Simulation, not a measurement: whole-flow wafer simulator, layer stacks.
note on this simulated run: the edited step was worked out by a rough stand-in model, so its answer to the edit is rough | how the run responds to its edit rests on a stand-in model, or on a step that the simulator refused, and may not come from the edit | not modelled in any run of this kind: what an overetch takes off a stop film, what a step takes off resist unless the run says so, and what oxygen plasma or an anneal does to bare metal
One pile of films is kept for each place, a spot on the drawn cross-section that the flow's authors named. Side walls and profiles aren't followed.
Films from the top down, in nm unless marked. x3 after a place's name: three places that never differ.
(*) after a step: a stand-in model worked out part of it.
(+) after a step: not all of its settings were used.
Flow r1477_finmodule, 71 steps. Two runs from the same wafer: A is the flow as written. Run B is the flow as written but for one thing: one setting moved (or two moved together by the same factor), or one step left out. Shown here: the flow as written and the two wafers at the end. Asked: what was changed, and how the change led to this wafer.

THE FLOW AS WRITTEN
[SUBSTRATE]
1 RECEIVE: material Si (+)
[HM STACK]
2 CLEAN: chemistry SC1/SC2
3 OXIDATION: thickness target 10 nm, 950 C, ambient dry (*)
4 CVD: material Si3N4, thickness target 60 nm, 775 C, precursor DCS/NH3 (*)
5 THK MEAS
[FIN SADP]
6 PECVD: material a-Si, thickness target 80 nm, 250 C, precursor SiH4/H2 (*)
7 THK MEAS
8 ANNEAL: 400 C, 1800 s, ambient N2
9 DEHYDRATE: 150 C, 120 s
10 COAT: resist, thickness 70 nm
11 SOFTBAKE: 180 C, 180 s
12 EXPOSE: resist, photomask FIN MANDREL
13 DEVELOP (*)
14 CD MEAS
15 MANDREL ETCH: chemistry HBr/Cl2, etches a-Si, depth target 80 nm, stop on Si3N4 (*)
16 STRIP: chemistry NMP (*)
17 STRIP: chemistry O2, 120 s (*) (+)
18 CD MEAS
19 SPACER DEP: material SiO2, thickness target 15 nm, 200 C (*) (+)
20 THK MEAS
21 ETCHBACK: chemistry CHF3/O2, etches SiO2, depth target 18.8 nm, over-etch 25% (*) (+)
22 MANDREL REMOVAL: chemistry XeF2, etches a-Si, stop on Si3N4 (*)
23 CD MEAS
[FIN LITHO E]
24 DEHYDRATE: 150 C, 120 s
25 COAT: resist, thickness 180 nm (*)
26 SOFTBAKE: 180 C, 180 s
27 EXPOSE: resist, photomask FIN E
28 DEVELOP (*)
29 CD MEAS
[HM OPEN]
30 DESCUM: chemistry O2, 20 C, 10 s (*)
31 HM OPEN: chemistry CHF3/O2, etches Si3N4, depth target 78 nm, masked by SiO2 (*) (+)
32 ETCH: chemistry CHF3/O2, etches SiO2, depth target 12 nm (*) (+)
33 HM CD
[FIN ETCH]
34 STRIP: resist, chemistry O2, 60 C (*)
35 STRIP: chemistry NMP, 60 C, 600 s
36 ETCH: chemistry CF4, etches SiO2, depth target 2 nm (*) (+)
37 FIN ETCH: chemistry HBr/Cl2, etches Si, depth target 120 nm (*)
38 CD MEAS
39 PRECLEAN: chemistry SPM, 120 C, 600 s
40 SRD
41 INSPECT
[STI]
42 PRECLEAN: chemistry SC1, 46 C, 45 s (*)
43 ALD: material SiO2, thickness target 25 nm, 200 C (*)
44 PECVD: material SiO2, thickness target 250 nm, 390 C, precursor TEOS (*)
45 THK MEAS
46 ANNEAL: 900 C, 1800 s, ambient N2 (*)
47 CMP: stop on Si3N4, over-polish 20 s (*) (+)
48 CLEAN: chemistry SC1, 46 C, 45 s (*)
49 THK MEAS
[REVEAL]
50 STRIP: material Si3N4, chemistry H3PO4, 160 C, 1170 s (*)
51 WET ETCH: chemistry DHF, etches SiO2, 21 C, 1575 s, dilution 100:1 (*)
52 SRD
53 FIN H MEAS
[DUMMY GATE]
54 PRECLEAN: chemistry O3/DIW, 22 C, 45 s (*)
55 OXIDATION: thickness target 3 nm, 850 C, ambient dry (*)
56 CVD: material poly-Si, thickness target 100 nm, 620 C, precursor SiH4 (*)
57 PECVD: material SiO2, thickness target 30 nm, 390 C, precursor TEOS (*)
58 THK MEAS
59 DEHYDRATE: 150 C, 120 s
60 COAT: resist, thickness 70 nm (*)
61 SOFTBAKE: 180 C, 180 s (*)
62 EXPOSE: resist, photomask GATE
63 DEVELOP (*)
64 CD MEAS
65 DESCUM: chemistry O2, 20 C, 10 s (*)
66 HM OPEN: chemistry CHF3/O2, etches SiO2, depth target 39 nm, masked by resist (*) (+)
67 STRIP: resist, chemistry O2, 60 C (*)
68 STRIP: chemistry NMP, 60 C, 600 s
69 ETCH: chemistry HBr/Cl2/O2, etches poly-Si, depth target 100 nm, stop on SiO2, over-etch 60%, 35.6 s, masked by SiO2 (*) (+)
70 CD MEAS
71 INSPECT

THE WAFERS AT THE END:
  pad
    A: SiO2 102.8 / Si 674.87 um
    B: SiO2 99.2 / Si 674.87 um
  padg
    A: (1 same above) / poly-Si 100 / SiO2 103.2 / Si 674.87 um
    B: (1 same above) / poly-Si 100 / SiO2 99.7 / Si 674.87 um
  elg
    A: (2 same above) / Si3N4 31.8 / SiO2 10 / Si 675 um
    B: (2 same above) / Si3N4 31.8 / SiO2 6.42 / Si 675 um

The cause: step 3, OXIDATION: 902 C was run, where the flow has 950 C.

How the change led to this, step by step:
  3 OXIDATION: thickness target 10 nm, 950 C, ambient dry (*)
      pad, padg, elg and 33 more: A SiO2 +10 (new film), chemical SiO2 -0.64 (all of it), Si -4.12 | B SiO2 +6.42 (new film), chemical SiO2 -0.64 (all of it), Si -2.54
  31 HM OPEN: chemistry CHF3/O2, etches Si3N4, depth target 78 nm, masked by SiO2 (*) (+)
      s40cg, s45cg, s50cg, s40co, s45co, s50co: A Si3N4 -60 (all of it), SiO2 -9 | B Si3N4 -60 (all of it), SiO2 -6.42 (all of it)
      pad, padg, esg and 13 more: A Si3N4 -56.4 (all of it), SiO2 -10 (all of it) | B Si3N4 -56.4 (all of it), SiO2 -6.42 (all of it)
  32 ETCH: chemistry CHF3/O2, etches SiO2, depth target 12 nm (*) (+)
      s40cg, s40co: A SiO2 -1 (all of it), Si -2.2 | B Si -2.09
      s45cg, s45co: A SiO2 -1 (all of it), Si -2.2 | B Si -2.12
      (and at 2 more places)
  47 CMP: stop on Si3N4, over-polish 20 s (*) (+)
      pad, padg, e40sg and 11 more: A SiO2 -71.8 | B SiO2 -75.3
      eso: A SiO2 -72.4 | B SiO2 -76
  51 WET ETCH: chemistry DHF, etches SiO2, 21 C, 1575 s, dilution 100:1 (*)
      s40sg_line, s45sg_line, s50sg_line, s40so_line, s45so_line, s50so_line: A SiO2 -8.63 (all of it) | B SiO2 -5.05 (all of it)
  56 CVD: material poly-Si, thickness target 100 nm, 620 C, precursor SiH4 (*)
      s40cg, s40co: A poly-Si +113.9 (new film) | B poly-Si +117.5 (new film)
      s45cg, s45co: A poly-Si +113.4 (new film) | B poly-Si +117 (new film)
      (and at 2 more places)
  60 COAT: resist, thickness 70 nm (*)
      s40sg, s40so: A resist +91 (new film) | B resist +94.5 (new film)
      s45sg, s45so: A resist +91 (new film) | B resist +94.4 (new film)
      (and at 2 more places)
  63 DEVELOP (*)
      s40so: A resist -91 (all of it) | B resist -94.5 (all of it)
      s45so: A resist -91 (all of it) | B resist -94.4 (all of it)
      (and at 1 more place)
  67 STRIP: resist, chemistry O2, 60 C (*)
      s40sg: A resist -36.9 (all of it) | B resist -40.4 (all of it)
      s45sg: A resist -36.9 (all of it) | B resist -40.3 (all of it)
      (and at 1 more place)
  69 ETCH: chemistry HBr/Cl2/O2, etches poly-Si, depth target 100 nm, stop on SiO2, over-etch 60%, 35.6 s, masked by SiO2 (*) (+)
      s40co: A chemical SiO2 -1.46 (all of it), poly-Si -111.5 (all of it), SiO2 -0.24 | B chemical SiO2 -1.46 (all of it), poly-Si -115.1 (all of it), SiO2 -0.22
      s45co: A chemical SiO2 -1.46 (all of it), poly-Si -110.9 (all of it), SiO2 -0.25 | B chemical SiO2 -1.46 (all of it), poly-Si -114.5 (all of it), SiO2 -0.23
      (and at 1 more place)
